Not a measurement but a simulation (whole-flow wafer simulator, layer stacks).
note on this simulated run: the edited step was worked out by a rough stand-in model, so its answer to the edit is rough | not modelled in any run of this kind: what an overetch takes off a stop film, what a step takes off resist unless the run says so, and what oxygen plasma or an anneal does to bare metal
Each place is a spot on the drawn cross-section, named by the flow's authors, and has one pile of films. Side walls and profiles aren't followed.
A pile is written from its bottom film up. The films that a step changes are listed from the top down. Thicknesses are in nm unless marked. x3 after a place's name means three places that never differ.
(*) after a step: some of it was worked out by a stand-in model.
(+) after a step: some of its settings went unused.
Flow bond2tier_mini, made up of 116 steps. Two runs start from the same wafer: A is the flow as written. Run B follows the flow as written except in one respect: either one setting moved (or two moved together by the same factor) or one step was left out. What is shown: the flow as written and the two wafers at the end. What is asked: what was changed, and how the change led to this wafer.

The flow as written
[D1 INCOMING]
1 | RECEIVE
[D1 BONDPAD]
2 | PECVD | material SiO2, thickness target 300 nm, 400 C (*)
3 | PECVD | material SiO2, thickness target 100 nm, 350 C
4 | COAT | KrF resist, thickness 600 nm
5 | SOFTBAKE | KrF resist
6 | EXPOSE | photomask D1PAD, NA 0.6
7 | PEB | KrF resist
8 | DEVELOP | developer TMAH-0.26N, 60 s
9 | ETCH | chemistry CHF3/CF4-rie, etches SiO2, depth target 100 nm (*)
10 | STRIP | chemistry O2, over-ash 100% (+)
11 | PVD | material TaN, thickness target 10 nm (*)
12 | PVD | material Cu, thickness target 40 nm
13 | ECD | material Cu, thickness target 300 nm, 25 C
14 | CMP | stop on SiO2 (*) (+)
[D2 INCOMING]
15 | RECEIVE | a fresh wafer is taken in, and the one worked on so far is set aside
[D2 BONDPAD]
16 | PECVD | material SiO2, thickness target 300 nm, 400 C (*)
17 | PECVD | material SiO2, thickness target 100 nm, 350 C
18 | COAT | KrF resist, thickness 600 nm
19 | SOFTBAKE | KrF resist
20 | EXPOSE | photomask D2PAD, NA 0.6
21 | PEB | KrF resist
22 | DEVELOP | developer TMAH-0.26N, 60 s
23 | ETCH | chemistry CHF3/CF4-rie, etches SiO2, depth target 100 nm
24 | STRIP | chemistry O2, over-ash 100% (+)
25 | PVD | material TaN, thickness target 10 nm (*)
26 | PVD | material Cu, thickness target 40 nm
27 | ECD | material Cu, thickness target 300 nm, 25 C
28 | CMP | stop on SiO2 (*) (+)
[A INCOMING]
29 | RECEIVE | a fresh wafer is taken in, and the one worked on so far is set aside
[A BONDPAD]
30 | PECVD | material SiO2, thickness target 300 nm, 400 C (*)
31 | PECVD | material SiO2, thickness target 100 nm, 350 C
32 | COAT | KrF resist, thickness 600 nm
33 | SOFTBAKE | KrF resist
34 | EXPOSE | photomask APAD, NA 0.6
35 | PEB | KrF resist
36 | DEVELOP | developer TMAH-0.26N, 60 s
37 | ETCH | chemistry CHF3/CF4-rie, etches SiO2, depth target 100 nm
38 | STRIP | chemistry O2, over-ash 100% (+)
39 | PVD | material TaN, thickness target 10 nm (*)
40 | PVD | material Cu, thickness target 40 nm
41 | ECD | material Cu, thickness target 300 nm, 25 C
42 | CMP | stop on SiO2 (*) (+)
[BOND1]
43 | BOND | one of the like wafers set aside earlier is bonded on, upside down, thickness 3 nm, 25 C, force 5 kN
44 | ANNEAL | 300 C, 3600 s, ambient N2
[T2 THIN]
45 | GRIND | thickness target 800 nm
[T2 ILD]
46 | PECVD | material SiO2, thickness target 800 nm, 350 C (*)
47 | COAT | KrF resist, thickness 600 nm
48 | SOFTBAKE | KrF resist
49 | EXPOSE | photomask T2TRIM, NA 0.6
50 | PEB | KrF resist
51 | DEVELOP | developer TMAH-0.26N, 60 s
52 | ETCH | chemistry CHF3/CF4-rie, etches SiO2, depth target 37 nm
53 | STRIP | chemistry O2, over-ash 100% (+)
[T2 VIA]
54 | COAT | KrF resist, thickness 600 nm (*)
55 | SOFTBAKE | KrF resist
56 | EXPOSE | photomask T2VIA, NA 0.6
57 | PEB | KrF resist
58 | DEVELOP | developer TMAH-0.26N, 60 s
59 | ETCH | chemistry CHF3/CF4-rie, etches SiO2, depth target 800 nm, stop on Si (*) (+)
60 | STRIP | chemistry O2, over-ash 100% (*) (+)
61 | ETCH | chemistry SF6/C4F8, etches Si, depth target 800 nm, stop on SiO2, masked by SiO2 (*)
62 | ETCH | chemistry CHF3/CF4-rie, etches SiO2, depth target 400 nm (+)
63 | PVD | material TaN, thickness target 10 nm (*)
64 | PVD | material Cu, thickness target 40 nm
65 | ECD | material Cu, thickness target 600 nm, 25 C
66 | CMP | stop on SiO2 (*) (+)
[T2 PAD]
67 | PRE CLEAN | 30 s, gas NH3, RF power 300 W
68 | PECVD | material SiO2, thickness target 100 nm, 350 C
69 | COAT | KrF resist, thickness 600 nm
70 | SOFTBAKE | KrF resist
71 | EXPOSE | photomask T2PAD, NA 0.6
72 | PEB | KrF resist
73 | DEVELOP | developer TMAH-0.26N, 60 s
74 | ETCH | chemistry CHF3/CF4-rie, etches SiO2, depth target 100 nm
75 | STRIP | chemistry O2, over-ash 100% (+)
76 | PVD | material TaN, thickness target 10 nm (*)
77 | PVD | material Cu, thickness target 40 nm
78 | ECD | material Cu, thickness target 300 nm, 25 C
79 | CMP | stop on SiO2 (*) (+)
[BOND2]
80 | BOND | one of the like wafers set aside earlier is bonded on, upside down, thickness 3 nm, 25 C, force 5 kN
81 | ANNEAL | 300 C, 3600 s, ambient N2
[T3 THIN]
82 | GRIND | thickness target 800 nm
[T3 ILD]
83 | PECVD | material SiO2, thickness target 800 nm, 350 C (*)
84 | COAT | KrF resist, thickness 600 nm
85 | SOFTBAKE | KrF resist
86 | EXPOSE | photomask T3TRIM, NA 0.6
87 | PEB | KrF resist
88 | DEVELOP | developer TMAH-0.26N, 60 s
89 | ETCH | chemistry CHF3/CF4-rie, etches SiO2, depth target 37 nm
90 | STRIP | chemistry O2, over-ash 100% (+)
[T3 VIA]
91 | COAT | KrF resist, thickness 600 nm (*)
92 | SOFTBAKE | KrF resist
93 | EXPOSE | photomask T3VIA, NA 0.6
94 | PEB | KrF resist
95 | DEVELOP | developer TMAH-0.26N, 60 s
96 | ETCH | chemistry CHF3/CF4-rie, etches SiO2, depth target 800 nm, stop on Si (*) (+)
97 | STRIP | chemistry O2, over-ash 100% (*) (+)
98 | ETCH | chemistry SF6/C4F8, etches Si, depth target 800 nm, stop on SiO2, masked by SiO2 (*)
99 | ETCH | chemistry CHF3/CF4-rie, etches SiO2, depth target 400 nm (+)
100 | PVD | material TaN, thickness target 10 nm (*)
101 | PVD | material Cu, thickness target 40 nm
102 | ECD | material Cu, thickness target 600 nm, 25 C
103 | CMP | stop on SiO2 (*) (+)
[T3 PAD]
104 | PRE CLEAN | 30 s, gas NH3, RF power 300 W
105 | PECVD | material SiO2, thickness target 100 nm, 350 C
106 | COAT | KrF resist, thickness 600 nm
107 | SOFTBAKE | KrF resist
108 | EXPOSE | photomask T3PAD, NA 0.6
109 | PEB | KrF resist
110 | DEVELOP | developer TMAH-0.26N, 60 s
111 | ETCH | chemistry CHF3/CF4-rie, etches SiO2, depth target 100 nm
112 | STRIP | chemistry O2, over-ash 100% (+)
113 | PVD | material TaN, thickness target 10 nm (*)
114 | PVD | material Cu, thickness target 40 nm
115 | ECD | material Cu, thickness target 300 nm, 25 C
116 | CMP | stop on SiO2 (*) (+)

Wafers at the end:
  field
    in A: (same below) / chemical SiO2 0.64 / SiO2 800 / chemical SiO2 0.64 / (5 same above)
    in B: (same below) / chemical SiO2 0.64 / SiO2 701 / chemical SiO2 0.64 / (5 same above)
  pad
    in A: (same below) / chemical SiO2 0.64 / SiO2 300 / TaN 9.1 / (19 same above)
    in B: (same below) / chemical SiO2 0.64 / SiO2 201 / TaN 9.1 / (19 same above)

The reason: step 30, PECVD: thickness target 201 nm was run, whereas the flow has thickness target 300 nm.
One can read it off the wafer: pad has SiO2 201, and step 30 as written asks for 300 nm.

How this came from the change, step by step:
  30 | PECVD | material SiO2, thickness target 300 nm, 400 C (*)
      field, pad, via: A +300 SiO2 (new film) | B +201 SiO2 (new film)
